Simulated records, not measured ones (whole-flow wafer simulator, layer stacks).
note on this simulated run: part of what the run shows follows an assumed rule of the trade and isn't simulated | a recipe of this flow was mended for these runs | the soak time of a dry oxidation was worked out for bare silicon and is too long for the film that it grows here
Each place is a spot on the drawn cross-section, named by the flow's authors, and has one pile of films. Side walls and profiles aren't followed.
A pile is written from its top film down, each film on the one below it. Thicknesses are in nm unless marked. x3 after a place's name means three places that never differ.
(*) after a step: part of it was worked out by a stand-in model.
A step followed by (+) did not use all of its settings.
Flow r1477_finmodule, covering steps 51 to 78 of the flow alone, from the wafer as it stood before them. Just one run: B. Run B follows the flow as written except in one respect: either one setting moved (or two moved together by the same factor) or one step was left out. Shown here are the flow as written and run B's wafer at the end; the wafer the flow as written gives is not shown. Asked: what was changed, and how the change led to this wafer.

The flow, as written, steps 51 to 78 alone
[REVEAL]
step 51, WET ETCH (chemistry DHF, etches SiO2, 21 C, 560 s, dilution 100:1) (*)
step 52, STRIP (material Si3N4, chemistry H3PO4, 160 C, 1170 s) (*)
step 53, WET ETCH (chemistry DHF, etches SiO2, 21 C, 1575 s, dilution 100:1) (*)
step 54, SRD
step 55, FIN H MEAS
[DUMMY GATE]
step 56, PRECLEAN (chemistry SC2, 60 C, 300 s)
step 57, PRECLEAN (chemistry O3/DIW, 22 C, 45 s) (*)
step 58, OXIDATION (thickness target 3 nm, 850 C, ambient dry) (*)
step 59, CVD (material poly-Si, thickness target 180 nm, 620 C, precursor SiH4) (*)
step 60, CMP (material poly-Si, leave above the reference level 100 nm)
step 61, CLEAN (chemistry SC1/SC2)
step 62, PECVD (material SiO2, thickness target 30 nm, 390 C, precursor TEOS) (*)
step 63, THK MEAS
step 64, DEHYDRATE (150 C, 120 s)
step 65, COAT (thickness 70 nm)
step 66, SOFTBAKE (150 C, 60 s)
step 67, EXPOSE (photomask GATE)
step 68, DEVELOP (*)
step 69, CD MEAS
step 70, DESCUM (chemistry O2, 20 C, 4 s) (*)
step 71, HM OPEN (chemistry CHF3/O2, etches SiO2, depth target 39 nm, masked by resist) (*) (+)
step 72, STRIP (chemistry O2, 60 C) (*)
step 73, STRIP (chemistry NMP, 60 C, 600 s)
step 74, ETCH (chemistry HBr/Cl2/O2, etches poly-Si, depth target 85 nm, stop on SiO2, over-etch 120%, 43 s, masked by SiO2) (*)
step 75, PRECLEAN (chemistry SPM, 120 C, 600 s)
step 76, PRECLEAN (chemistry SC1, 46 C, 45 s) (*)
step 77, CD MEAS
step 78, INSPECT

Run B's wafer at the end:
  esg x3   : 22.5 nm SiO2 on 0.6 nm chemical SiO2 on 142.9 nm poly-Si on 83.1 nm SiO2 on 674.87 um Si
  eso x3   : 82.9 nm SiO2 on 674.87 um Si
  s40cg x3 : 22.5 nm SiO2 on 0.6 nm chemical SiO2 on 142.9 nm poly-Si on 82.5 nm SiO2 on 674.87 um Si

The reason: step 51, WET ETCH: 497 s was run, though the flow has 560 s.

How this came from the change, step by step:
  step 51, WET ETCH (chemistry DHF, etches SiO2, 21 C, 560 s, dilution 100:1) (*)
      esg x3, e200sg, s40cg x3, s40sg x3, eso x3, e200so, s40co x3, s40so x3: -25 SiO2 (in the flow as written it would be: -28.1 SiO2)
      pad, padg: -27 SiO2 (in the flow as written it would be: -30.5 SiO2)
  step 60, CMP (material poly-Si, leave above the reference level 100 nm)
      pad, padg: -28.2 poly-Si (in the flow as written it would be: -24.8 poly-Si)
  step 74, ETCH (chemistry HBr/Cl2/O2, etches poly-Si, depth target 85 nm, stop on SiO2, over-etch 120%, 43 s, masked by SiO2) (*)
      eso x3, e200so, s40co x3, s40so x3: -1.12 chemical SiO2 (all of it), -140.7 poly-Si (all of it), -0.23 SiO2 (in the flow as written it would be: -1.12 chemical SiO2 (all of it), -143.9 poly-Si (all of it), -0.22 SiO2)
      pad: -1.12 chemical SiO2 (all of it), -149.4 poly-Si (all of it), -0.19 SiO2 (in the flow as written it would be: -1.12 chemical SiO2 (all of it), -152.8 poly-Si (all of it), -0.17 SiO2)
